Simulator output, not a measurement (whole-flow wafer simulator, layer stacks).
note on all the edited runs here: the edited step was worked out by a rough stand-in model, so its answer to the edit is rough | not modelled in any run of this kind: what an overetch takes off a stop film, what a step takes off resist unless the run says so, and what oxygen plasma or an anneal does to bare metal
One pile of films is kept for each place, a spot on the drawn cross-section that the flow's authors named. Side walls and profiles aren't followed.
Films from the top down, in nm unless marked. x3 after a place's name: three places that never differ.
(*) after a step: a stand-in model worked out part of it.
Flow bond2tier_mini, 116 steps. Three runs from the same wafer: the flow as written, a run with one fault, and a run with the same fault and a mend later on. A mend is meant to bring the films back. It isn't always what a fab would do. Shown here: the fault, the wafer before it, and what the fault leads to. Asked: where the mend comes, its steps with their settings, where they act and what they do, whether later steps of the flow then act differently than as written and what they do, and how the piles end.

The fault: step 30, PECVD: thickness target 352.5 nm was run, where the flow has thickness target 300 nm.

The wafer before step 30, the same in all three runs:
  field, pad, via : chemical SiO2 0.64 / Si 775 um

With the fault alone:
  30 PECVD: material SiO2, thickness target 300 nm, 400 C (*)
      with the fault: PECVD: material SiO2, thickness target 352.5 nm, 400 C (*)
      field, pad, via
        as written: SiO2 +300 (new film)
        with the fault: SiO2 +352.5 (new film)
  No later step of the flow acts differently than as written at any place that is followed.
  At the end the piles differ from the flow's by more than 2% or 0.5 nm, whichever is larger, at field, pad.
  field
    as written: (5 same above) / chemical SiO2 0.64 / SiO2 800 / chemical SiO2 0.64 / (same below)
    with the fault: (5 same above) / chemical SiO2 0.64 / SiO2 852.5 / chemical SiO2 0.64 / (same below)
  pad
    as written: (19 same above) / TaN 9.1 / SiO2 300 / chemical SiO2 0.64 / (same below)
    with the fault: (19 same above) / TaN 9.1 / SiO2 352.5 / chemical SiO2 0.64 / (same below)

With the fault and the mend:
  The mend comes after step 30.
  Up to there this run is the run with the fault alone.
  30a ETCH: chemistry CHF3/CF4-rie, etches SiO2, depth target 52.5 nm (the flow's step 9 once more, with other settings)
      field, pad, via
        SiO2 -52.5
  No later step of the flow acts differently than as written at any place that is followed.
  At the end the piles are the same as the flow's at every place that both follow.
